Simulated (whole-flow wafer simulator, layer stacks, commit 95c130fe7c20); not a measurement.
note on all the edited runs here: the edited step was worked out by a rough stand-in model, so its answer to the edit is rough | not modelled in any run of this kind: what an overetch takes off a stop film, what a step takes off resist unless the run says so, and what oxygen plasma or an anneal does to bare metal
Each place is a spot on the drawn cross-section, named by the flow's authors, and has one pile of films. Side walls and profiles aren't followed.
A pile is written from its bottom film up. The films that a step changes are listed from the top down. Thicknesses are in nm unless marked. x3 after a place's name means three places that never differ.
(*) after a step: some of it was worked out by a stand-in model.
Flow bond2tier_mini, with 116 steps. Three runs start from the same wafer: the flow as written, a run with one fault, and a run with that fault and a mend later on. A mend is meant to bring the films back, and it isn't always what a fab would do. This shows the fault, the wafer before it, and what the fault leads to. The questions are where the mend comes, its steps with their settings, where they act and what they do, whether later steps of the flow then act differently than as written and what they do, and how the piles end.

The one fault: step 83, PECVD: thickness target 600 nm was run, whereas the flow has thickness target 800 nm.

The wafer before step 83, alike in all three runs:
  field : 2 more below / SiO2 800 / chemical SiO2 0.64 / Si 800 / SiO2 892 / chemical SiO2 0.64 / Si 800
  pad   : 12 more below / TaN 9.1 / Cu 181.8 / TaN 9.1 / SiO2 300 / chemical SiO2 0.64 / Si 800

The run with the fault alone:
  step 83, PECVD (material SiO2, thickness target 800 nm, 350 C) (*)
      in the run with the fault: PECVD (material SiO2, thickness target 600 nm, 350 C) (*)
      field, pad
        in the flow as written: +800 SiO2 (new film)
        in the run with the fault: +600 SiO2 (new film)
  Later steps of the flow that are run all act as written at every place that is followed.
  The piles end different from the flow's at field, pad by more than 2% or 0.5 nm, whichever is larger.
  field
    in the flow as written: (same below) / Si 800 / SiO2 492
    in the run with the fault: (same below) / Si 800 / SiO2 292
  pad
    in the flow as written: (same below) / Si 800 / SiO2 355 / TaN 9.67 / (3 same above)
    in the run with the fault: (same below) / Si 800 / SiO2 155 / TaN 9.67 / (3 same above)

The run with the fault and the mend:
  The mend stands after step 83.
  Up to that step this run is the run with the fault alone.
  step 83a, PECVD (material SiO2, thickness target 200 nm, 350 C) (the flow's step 83 again, with other settings)
      field, pad
        +200 SiO2
  Later steps of the flow that are run all act as written at every place that is followed.
  At every place that both follow, the piles at the end match the flow's.
